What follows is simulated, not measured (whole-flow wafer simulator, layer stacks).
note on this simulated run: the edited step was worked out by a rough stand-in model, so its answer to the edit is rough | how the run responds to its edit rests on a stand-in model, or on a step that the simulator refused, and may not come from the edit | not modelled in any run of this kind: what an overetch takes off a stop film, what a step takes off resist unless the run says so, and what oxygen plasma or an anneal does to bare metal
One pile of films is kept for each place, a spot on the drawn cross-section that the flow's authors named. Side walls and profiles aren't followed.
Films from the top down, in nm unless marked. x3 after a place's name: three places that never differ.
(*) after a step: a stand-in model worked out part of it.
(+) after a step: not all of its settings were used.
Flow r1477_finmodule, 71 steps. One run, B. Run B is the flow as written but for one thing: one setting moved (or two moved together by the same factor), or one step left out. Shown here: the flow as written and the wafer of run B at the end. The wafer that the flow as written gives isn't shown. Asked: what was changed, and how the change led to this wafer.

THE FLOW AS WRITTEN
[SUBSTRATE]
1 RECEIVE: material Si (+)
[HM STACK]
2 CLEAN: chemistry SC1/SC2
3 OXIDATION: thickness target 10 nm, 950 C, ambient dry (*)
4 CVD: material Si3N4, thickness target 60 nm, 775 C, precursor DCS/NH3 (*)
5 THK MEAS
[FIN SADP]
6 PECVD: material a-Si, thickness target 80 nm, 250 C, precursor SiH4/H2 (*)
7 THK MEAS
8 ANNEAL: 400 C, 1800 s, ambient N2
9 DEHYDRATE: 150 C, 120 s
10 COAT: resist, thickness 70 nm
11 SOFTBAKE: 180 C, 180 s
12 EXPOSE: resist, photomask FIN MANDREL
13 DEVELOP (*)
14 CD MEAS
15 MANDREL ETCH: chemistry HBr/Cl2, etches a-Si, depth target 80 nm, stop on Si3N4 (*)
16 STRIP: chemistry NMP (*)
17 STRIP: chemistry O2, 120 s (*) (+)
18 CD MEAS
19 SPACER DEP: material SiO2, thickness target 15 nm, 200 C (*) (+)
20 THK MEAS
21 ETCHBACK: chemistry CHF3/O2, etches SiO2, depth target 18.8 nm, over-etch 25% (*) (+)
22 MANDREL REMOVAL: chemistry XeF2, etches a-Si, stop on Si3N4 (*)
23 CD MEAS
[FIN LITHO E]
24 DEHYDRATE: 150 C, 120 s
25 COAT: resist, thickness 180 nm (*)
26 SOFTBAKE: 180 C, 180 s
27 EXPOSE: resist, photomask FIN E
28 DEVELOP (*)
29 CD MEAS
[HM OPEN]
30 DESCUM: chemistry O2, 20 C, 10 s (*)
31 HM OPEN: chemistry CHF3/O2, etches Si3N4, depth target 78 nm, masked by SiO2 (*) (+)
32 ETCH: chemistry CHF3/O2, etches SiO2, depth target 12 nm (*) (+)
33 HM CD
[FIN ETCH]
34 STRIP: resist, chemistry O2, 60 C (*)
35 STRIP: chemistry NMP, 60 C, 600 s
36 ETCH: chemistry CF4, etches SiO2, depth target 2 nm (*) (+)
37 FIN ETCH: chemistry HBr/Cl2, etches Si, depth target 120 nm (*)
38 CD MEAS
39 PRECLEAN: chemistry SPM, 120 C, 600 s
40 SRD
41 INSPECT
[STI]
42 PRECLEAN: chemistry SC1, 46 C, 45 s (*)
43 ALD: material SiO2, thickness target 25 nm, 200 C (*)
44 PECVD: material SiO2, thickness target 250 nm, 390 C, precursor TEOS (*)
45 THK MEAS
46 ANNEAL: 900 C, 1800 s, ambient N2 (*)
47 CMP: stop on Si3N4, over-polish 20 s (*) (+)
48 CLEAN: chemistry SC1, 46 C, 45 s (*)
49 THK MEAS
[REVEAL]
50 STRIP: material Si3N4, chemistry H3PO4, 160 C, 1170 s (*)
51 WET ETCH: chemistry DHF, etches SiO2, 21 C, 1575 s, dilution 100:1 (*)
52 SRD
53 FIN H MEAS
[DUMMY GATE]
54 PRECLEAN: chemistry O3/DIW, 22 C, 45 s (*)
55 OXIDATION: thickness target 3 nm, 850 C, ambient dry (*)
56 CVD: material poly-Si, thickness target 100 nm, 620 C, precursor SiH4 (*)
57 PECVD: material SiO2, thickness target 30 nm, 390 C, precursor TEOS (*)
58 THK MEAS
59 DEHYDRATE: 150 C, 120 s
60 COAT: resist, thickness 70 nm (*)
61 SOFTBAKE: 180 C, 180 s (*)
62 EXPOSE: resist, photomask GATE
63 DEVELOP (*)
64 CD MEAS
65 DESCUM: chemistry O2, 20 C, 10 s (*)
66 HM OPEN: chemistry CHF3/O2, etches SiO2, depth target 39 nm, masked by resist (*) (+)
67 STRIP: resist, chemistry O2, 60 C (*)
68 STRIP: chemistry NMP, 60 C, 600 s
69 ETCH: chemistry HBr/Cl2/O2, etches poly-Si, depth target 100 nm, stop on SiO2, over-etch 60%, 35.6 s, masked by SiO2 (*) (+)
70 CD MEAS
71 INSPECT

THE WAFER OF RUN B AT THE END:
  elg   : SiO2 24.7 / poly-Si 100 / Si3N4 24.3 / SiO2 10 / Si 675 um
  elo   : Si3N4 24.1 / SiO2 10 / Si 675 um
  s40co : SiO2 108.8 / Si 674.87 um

The cause: step 21, ETCHBACK: depth target 27.3 nm was run, where the flow has depth target 18.8 nm.

How the change led to this, step by step:
  21 ETCHBACK: chemistry CHF3/O2, etches SiO2, depth target 18.8 nm, over-etch 25% (*) (+)
      pad, padg, elg and 21 more: SiO2 -15 (all of it), Si3N4 -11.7 (as written it would be: SiO2 -15 (all of it), Si3N4 -3.62)
      s40cg, s45cg, s50cg, s40co, s45co, s50co: SiO2 -15.4 (all of it), a-Si -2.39 (as written it would be: SiO2 -15.4 (all of it), a-Si -0.69)
      (and at 6 more places)
  22 MANDREL REMOVAL: chemistry XeF2, etches a-Si, stop on Si3N4 (*)
      s40cg, s45cg, s50cg, s40co, s45co, s50co: a-Si -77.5 (all of it) (as written it would be: a-Si -79.2 (all of it))
  25 COAT: resist, thickness 180 nm (*)
      s40cg, s40co: resist +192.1 (new film) (as written it would be: resist +197.6 (new film))
      s40sg_line, s40so_line: resist +124.2 (new film) (as written it would be: resist +121.2 (new film))
      (and at 8 more places)
  28 DEVELOP (*)
      s40cg, s40co: resist -192.1 (all of it) (as written it would be: resist -197.6 (all of it))
      s40sg_line, s40so_line: resist -124.2 (all of it) (as written it would be: resist -121.2 (all of it))
      (and at 8 more places)
  31 HM OPEN: chemistry CHF3/O2, etches Si3N4, depth target 78 nm, masked by SiO2 (*) (+)
      pad, padg, esg and 13 more: Si3N4 -48.3 (all of it), SiO2 -10 (all of it) (as written it would be: Si3N4 -56.4 (all of it), SiO2 -10 (all of it))
      elg, e40lg, e100lg, e200lg, elo, e40lo, e100lo, e200lo: resist -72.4 (as written it would be: resist -78)
      (and at 12 more places)
  32 ETCH: chemistry CHF3/O2, etches SiO2, depth target 12 nm (*) (+)
      s40cg, s45cg, s50cg, s40co, s45co, s50co: SiO2 -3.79 (all of it), Si -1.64 (as written it would be: SiO2 -1 (all of it), Si -2.2)
  34 STRIP: resist, chemistry O2, 60 C (*)
      elg, e40lg, e100lg, e200lg, elo, e40lo, e100lo, e200lo: resist -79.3 (all of it) (as written it would be: resist -73.8 (all of it))
  43 ALD: material SiO2, thickness target 25 nm, 200 C (*)
      s40cg, s45cg, s50cg, s40co, s45co, s50co: SiO2 +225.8 (new film) (as written it would be: SiO2 +232.1 (new film))
      esg: SiO2 +186.2 (new film) (as written it would be: SiO2 +194.3 (new film))
  47 CMP: stop on Si3N4, over-polish 20 s (*) (+)
      elg, esg, e40lg and 6 more: SiO2 -233.5 (as written it would be: SiO2 -241.6)
      s40cg, s45cg, s50cg, s40co, s45co, s50co: SiO2 -273.3 (as written it would be: SiO2 -279)
      (and at 6 more places)
  51 WET ETCH: chemistry DHF, etches SiO2, 21 C, 1575 s, dilution 100:1 (*)
      elg, e40lg, e100lg, e200lg, elo, e40lo, e100lo, e200lo: SiO2 -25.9 (all of it), Si3N4 -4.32 (as written it would be: SiO2 -17.8 (all of it), Si3N4 -4.97)
  56 CVD: material poly-Si, thickness target 100 nm, 620 C, precursor SiH4 (*)
      esg: poly-Si +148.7 (new film) (as written it would be: poly-Si +156 (new film))
  60 COAT: resist, thickness 70 nm (*)
      e40sg, eso, e40so: resist +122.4 (new film) (as written it would be: resist +129.5 (new film))
      e100sg, e100so: resist +122.4 (new film) (as written it would be: resist +129.4 (new film))
      (and at 2 more places)
  63 DEVELOP (*)
      eso, e40so: resist -122.4 (all of it) (as written it would be: resist -129.5 (all of it))
      e100so: resist -122.4 (all of it) (as written it would be: resist -129.4 (all of it))
      (and at 1 more place)
  67 STRIP: resist, chemistry O2, 60 C (*)
      e40sg: resist -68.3 (all of it) (as written it would be: resist -75.4 (all of it))
      e100sg: resist -68.3 (all of it) (as written it would be: resist -75.3 (all of it))
      (and at 1 more place)
